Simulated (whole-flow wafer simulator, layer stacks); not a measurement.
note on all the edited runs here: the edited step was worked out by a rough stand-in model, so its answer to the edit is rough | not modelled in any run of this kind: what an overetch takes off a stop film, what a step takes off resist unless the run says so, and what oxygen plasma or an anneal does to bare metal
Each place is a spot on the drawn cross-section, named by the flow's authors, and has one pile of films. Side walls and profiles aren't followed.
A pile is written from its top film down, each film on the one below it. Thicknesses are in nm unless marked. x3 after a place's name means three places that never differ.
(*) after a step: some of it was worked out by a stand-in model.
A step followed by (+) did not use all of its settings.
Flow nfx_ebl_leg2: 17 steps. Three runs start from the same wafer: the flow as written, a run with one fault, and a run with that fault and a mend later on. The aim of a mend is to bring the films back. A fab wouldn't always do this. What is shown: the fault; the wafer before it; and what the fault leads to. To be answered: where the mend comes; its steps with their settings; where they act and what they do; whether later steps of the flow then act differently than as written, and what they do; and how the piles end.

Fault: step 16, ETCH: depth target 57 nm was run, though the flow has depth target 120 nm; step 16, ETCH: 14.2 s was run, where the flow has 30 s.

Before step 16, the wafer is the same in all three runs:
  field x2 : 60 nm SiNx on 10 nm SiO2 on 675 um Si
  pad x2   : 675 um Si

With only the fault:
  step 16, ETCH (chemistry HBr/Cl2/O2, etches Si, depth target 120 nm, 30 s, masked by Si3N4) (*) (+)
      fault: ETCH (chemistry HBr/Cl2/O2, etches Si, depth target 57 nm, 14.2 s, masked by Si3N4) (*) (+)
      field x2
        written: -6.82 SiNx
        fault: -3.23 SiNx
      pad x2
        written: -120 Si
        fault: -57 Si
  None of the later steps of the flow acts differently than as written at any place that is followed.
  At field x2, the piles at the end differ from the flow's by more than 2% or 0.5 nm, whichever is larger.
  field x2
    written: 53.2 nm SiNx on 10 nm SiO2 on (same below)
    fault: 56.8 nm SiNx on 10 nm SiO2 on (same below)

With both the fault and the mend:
  The mend follows step 17.
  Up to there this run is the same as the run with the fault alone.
  step 17a, ETCH (chemistry HBr/Cl2/O2, etches Si, depth target 63 nm, 15.75 s, masked by Si3N4) (*) (+) (the flow's step 16, run once more with other settings)
      field x2
        -3.58 SiNx
      pad x2
        -63 Si
  None of the later steps of the flow acts differently than as written at any place that is followed.
  At every place that both follow, the piles at the end match the flow's.
